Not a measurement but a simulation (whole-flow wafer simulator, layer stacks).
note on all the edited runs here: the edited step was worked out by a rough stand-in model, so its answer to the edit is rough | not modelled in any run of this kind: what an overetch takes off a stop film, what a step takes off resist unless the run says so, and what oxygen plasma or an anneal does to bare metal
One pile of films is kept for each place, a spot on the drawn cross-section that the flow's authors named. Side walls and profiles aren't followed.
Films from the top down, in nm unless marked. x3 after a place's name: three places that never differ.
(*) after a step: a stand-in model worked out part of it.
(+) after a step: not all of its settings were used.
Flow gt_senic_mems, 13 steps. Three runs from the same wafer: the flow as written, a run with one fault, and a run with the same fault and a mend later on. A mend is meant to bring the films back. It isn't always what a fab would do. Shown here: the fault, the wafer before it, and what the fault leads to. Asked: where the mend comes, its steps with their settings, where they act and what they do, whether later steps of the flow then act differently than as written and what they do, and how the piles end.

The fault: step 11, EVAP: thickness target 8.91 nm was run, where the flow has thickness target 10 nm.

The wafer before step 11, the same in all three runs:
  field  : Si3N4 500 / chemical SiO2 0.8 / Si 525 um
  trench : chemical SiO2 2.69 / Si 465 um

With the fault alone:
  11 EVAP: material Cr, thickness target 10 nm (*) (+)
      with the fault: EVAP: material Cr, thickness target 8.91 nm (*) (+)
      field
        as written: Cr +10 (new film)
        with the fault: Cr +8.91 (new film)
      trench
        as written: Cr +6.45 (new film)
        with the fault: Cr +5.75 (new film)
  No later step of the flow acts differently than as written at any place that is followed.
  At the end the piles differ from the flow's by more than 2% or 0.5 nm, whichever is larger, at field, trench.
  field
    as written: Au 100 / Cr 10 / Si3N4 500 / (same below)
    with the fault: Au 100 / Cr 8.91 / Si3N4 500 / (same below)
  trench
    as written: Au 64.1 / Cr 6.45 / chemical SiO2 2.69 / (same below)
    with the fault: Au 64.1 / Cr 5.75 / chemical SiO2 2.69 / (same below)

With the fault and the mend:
  The mend comes after step 11.
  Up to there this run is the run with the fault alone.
  11a EVAP: material Cr, thickness target 1.09 nm (*) (the flow's step 11 once more, with other settings)
      field
        Cr +1.09
      trench
        Cr +0.7
  No later step of the flow acts differently than as written at any place that is followed.
  At the end the piles differ from the flow's only slightly at the places that both follow, by at most 2% or 0.5 nm, whichever is larger.
